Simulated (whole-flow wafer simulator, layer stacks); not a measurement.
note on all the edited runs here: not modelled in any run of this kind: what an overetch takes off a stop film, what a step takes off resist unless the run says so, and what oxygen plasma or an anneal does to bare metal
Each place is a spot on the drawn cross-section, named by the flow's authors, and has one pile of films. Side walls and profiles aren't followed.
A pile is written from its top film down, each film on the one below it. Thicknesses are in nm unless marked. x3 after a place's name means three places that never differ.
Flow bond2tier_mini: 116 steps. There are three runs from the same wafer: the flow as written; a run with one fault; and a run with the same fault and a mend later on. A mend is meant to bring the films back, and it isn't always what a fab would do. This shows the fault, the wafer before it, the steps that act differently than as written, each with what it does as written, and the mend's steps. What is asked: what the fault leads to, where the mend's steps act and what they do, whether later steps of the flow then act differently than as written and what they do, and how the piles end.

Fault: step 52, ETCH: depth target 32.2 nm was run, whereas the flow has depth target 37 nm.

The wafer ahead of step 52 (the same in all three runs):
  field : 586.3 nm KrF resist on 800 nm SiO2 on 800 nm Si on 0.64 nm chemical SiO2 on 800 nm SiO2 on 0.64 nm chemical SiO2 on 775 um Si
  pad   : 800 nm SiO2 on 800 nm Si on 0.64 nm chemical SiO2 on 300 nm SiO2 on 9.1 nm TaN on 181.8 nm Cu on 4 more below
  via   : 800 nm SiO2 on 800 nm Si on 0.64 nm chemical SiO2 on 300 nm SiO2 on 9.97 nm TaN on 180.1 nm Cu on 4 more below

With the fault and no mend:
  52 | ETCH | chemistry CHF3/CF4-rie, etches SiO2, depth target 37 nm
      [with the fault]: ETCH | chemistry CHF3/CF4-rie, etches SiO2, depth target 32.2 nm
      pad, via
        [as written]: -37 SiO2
        [with the fault]: -32.2 SiO2
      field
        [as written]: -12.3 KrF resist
        [with the fault]: -10.7 KrF resist
  Every later step of the flow that is run acts as written, at every place that is followed, to within 2% or 0.5 nm, whichever is larger.
  The piles end different from the flow's at pad by more than 2% or 0.5 nm, whichever is larger.
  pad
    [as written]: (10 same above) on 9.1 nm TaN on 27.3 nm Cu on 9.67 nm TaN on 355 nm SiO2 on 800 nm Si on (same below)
    [with the fault]: (10 same above) on 9.1 nm TaN on 22.5 nm Cu on 9.71 nm TaN on 359.8 nm SiO2 on 800 nm Si on (same below)

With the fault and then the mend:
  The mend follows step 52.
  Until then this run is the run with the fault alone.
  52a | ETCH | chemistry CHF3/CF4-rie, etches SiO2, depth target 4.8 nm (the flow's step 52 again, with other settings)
      pad, via
        -4.8 SiO2
      field
        -1.6 KrF resist
  Every later step of the flow that is run acts as written at every place that is followed.
  The piles end the same as the flow's at every place that both follow.
